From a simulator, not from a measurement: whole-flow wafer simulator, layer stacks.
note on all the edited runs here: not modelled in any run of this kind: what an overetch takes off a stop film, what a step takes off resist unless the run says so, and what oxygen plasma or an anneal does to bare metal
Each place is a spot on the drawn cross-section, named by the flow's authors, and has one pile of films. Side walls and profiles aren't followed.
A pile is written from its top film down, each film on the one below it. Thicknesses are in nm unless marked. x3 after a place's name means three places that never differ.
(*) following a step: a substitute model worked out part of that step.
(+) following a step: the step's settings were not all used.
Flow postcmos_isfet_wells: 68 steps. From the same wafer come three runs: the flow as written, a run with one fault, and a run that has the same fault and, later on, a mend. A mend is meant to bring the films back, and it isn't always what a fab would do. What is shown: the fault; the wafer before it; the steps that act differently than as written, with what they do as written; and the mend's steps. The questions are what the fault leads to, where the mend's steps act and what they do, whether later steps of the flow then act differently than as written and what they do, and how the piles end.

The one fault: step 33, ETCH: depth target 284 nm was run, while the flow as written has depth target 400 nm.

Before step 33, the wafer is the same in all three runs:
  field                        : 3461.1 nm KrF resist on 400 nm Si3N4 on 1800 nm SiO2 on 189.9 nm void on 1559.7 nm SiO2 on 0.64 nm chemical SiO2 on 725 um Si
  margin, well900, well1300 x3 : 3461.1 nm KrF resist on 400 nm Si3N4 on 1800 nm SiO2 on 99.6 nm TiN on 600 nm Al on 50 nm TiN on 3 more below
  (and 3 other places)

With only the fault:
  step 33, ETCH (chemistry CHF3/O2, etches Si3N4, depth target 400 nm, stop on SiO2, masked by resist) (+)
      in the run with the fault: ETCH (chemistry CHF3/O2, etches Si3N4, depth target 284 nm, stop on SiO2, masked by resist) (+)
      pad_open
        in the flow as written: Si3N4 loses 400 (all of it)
        in the run with the fault: Si3N4 loses 284
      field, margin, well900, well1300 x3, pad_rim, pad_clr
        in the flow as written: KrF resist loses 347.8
        in the run with the fault: KrF resist loses 247
  Later steps of the flow acting differently than as written (5 more steps, not shown, differ only slightly: by at most 2% or 0.5 nm, whichever is larger):
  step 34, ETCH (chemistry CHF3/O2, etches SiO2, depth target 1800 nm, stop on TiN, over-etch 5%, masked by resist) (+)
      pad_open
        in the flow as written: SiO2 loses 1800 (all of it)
        in the run with the fault: Si3N4 loses 116 (all of it), SiO2 loses 1678.2
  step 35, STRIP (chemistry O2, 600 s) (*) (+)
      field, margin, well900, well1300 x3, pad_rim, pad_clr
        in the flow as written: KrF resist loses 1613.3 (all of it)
        in the run with the fault: KrF resist loses 1714.2 (all of it)
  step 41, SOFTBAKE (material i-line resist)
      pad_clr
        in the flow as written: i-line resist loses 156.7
        in the run with the fault: i-line resist loses 144.5
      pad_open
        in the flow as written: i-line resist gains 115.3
        in the run with the fault: i-line resist gains 109.9
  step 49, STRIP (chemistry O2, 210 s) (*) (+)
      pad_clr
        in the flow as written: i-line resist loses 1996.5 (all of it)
        in the run with the fault: i-line resist loses 2046.6 (all of it)
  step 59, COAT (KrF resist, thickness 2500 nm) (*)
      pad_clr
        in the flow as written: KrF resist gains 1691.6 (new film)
        in the run with the fault: KrF resist gains 1732.5 (new film)
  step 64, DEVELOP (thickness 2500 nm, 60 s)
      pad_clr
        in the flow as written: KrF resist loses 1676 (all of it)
        in the run with the fault: KrF resist loses 1716.8 (all of it)
  At pad_open, the piles at the end differ from the flow's by more than 2% or 0.5 nm, whichever is larger.
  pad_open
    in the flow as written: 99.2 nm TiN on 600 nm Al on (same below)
    in the run with the fault: 121.8 nm SiO2 on 99.6 nm TiN on 600 nm Al on (same below)

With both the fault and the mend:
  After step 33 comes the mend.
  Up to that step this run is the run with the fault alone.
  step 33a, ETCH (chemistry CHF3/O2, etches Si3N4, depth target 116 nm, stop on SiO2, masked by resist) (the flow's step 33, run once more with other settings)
      field, margin, well900, well1300 x3, pad_rim, pad_clr
        KrF resist loses 100.9
      pad_open
        Si3N4 loses 116 (all of it)
  None of the later steps of the flow acts differently than as written at any place that is followed.
  The piles end the same as the flow's at every place that both follow.
